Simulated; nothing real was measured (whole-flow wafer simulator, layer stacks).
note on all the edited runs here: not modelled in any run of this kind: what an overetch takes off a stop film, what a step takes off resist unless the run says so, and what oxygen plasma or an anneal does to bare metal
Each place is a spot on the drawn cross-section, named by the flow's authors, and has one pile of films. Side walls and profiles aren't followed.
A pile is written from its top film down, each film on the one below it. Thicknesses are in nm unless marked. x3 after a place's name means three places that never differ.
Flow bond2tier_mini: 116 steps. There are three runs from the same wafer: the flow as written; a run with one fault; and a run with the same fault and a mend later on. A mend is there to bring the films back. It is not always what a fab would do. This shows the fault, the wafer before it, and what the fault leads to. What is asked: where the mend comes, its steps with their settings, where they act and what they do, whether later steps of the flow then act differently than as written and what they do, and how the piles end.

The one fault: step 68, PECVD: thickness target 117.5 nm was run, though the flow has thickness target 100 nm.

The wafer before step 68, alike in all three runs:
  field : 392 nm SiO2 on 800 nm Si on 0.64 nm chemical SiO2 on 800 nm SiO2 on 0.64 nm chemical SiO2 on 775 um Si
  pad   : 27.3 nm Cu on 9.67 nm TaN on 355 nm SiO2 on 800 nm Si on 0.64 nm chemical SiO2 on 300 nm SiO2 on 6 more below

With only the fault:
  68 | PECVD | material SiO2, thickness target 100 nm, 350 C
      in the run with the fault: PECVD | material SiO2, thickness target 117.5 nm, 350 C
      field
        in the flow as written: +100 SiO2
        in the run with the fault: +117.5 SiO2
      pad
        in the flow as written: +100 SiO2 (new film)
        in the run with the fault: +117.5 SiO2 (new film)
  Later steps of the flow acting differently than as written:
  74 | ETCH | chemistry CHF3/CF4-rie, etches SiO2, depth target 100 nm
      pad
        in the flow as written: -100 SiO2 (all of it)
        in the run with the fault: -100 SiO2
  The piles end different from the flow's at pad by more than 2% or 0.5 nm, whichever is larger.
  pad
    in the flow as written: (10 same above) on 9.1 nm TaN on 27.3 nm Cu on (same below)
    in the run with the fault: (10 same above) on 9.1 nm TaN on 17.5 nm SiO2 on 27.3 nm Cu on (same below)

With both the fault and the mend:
  After step 73 comes the mend.
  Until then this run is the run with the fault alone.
  74 | ETCH | chemistry CHF3/CF4-rie, etches SiO2, depth target 117.5 nm (the flow's step 74, where the flow has depth target 100 nm)
      field
        -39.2 KrF resist
      pad
        -117.5 SiO2 (all of it)
  Later steps of the flow acting differently than as written (3 more steps, not shown, differ only slightly: by at most 2% or 0.5 nm, whichever is larger):
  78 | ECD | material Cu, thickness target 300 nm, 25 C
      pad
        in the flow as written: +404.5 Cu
        in the run with the mend: +422.7 Cu
  The piles end different from the flow's at pad by more than 2% or 0.5 nm, whichever is larger.
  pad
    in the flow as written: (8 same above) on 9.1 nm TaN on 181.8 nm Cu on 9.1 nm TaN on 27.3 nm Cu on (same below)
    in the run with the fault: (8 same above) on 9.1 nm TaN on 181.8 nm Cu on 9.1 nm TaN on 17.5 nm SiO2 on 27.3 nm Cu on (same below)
    in the run with the mend: (8 same above) on 9.1 nm TaN on 199.4 nm Cu on 8.95 nm TaN on 27.3 nm Cu on (same below)
